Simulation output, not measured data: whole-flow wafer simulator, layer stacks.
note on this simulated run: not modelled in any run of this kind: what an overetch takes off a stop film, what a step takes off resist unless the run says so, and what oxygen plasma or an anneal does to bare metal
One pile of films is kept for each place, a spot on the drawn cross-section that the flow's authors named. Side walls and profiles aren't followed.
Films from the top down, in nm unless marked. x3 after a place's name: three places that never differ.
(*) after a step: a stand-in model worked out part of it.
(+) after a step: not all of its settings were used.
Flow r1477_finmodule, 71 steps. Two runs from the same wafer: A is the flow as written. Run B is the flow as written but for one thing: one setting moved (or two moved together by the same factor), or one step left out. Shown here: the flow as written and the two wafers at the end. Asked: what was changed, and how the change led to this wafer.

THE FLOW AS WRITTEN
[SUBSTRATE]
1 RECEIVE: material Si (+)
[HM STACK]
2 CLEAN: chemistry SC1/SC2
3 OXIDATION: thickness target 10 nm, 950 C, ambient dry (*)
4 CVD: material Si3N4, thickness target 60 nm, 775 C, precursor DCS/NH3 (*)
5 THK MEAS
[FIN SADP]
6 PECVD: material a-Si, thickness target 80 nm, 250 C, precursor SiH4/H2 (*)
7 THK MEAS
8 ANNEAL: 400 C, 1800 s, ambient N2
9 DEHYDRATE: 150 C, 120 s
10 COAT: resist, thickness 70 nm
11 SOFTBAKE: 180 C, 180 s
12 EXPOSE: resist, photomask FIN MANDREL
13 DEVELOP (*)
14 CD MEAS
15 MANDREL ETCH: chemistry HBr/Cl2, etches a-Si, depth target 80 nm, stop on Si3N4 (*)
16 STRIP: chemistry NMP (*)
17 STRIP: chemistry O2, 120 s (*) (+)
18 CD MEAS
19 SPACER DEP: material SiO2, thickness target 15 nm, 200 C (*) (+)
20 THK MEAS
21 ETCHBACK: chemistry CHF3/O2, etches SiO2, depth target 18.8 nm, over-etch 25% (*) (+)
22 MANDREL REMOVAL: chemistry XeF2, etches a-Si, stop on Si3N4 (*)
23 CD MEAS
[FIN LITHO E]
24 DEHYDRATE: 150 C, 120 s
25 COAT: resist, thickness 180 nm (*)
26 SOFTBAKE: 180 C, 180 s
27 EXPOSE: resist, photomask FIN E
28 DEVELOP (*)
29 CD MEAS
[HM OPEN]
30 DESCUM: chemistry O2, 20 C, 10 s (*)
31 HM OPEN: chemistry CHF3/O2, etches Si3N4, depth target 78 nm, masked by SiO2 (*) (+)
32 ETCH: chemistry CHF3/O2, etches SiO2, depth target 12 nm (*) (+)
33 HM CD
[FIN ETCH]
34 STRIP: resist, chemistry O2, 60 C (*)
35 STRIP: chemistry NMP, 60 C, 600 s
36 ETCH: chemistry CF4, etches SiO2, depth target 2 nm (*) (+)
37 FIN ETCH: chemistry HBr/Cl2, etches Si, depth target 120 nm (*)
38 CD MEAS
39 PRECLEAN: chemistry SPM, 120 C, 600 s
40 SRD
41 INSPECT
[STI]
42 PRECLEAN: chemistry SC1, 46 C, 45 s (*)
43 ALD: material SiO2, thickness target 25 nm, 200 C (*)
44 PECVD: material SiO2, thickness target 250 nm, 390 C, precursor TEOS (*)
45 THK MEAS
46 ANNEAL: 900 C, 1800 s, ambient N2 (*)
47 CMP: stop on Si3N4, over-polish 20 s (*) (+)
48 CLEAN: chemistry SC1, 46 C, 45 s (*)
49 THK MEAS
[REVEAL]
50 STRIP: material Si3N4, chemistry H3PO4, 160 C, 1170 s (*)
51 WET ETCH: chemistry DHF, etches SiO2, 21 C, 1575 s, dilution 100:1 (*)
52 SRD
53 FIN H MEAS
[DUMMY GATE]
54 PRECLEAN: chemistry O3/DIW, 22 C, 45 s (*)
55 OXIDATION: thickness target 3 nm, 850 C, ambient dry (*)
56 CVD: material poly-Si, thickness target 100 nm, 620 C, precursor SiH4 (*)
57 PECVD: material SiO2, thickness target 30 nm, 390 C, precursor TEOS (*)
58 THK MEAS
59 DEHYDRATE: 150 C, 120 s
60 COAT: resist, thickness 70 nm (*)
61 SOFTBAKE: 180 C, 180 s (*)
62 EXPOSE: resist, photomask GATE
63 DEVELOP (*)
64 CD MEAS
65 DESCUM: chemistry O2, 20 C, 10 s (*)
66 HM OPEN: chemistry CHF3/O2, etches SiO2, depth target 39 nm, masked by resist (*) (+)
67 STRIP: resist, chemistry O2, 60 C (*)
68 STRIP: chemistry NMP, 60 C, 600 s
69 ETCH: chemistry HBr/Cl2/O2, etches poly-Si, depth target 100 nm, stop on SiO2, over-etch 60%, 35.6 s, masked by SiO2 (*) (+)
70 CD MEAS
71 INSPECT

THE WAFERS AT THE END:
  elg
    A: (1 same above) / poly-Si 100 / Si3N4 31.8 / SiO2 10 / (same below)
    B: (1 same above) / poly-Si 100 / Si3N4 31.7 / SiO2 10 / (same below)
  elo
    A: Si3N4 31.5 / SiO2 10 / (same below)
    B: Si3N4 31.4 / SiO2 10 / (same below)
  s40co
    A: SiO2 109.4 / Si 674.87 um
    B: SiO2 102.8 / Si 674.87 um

The cause: step 43, ALD: material SiO2, thickness target 25 nm, 200 C (*), was left out.

How the change led to this, step by step:
  44 PECVD: material SiO2, thickness target 250 nm, 390 C, precursor TEOS (*)
      pad, padg, elg and 20 more: A SiO2 +250 | B SiO2 +250 (new film)
      s40cg, s45cg, s50cg, s40co, s45co, s50co: A SiO2 +250 | B SiO2 +457.1 (new film)
      (and at 1 more place)
  46 ANNEAL: 900 C, 1800 s, ambient N2 (*)
      s40cg, s45cg, s50cg, s40co, s45co, s50co: A SiO2 -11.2 | B SiO2 -20.6
      esg: A SiO2 -11.2 | B SiO2 -18.9
  47 CMP: stop on Si3N4, over-polish 20 s (*) (+)
      pad, padg, e40sg and 11 more: A SiO2 -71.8 | B SiO2 -46.7
      elg, e40lg, e100lg, e200lg, elo, e40lo, e100lo, e200lo: A SiO2 -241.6 | B SiO2 -216.6
      (and at 14 more places)
  51 WET ETCH: chemistry DHF, etches SiO2, 21 C, 1575 s, dilution 100:1 (*)
      esg, s40cg, s45cg, s50cg, s40co, s45co, s50co: A SiO2 -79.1 | B SiO2 -85.7
  56 CVD: material poly-Si, thickness target 100 nm, 620 C, precursor SiH4 (*)
      s40cg, s40co: A poly-Si +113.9 (new film) | B poly-Si +122.5 (new film)
      s45cg, s45co: A poly-Si +113.4 (new film) | B poly-Si +122.5 (new film)
      (and at 3 more places)
  60 COAT: resist, thickness 70 nm (*)
      s40cg, s40co: A resist +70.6 (new film) | B resist +69.1 (new film)
      s45cg, s45co: A resist +71 (new film) | B resist +69.2 (new film)
  63 DEVELOP (*)
      s40co: A resist -70.6 (all of it) | B resist -69.1 (all of it)
      s45co: A resist -71 (all of it) | B resist -69.2 (all of it)
  67 STRIP: resist, chemistry O2, 60 C (*)
      s40cg: A resist -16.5 (all of it) | B resist -15 (all of it)
      s45cg: A resist -16.9 (all of it) | B resist -15.1 (all of it)
      (and at 1 more place)
  69 ETCH: chemistry HBr/Cl2/O2, etches poly-Si, depth target 100 nm, stop on SiO2, over-etch 60%, 35.6 s, masked by SiO2 (*) (+)
      s40co: A chemical SiO2 -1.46 (all of it), poly-Si -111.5 (all of it), SiO2 -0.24 | B chemical SiO2 -1.46 (all of it), poly-Si -120.1 (all of it), SiO2 -0.2
      s45co: A chemical SiO2 -1.46 (all of it), poly-Si -110.9 (all of it), SiO2 -0.25 | B chemical SiO2 -1.46 (all of it), poly-Si -120.1 (all of it), SiO2 -0.2
      (and at 1 more place)
